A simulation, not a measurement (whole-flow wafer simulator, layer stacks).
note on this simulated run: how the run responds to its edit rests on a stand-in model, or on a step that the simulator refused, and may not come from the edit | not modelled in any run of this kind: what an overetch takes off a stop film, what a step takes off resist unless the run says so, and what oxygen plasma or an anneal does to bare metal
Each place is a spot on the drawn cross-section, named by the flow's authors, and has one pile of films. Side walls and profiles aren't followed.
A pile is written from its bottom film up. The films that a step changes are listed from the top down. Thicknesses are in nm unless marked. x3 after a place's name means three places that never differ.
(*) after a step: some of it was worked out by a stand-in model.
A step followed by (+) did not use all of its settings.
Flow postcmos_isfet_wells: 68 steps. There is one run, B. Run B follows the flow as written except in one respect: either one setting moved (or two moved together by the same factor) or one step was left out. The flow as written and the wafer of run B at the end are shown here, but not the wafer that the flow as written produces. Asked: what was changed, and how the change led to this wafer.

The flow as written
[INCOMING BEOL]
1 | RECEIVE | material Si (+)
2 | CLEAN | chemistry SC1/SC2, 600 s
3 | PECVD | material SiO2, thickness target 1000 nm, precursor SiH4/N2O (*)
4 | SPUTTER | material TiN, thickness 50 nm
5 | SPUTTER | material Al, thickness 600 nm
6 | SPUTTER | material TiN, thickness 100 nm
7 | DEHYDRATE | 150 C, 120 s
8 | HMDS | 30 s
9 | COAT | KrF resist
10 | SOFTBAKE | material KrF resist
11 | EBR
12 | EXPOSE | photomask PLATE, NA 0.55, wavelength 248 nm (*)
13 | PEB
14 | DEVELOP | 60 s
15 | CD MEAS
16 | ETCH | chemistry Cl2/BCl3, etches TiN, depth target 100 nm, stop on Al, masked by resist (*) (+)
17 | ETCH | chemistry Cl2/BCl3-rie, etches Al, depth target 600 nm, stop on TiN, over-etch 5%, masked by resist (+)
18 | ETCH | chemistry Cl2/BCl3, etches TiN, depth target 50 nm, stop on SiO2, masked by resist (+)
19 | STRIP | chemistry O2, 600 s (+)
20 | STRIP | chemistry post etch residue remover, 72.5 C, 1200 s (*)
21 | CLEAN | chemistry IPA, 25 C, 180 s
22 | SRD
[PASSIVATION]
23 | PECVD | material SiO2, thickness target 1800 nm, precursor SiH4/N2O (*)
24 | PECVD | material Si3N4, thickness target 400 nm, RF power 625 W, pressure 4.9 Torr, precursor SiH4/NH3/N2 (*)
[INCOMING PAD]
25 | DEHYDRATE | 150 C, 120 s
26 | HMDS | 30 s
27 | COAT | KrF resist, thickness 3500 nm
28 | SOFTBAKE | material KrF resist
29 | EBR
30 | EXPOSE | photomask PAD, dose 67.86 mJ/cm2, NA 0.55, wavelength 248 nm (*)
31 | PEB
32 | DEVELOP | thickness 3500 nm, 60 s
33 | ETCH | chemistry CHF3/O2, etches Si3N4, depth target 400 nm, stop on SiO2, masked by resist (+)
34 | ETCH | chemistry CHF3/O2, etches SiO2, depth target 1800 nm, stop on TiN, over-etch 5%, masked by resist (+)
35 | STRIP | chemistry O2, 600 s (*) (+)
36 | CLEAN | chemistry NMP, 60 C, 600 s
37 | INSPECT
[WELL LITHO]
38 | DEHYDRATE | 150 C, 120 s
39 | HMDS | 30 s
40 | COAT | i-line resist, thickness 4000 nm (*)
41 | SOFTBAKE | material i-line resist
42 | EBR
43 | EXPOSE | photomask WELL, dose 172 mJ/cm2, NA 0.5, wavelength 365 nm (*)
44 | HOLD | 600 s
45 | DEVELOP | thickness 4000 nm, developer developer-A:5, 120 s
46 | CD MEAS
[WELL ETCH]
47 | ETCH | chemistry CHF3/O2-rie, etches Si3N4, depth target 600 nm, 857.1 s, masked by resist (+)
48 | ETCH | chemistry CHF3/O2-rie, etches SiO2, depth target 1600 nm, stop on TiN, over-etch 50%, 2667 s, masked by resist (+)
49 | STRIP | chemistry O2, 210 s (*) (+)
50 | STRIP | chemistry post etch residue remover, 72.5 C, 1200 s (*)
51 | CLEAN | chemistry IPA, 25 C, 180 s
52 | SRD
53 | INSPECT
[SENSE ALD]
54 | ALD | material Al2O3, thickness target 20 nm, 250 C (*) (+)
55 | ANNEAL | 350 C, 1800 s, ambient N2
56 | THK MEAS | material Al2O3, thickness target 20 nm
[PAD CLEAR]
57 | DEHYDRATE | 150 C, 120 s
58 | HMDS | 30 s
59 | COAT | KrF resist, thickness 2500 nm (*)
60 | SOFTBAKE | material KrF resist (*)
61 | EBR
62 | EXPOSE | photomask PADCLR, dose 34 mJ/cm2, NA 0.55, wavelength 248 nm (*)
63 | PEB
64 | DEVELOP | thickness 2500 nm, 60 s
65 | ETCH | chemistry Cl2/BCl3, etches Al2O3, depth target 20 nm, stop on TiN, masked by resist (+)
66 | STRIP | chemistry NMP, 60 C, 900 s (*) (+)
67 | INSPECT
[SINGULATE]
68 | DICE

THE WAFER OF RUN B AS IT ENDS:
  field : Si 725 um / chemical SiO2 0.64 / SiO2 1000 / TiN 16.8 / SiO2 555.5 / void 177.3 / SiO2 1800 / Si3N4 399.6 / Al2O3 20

What caused this: step 18, ETCH: depth target 32.81 nm was run, while the flow as written has depth target 50 nm.

How this came from the change, step by step:
  18 | ETCH | chemistry Cl2/BCl3, etches TiN, depth target 50 nm, stop on SiO2, masked by resist (+)
      field: TiN loses 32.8 (it would be, as written: TiN loses 50 (all of it))
      margin, well900, well1300 x3, pad_rim, pad_clr, pad_open: KrF resist loses 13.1 (it would be, as written: KrF resist loses 20)
  23 | PECVD | material SiO2, thickness target 1800 nm, precursor SiH4/N2O (*)
      field: SiO2 gains 1800 (new film), void gains 177.3 (new film), SiO2 gains 555.5 (new film) (it would be, as written: SiO2 gains 1800 (new film), void gains 189.9 (new film), SiO2 gains 559.7)
With metal films that touch counted as one body, field has 1 body; the flow as written gives 0 bodies.
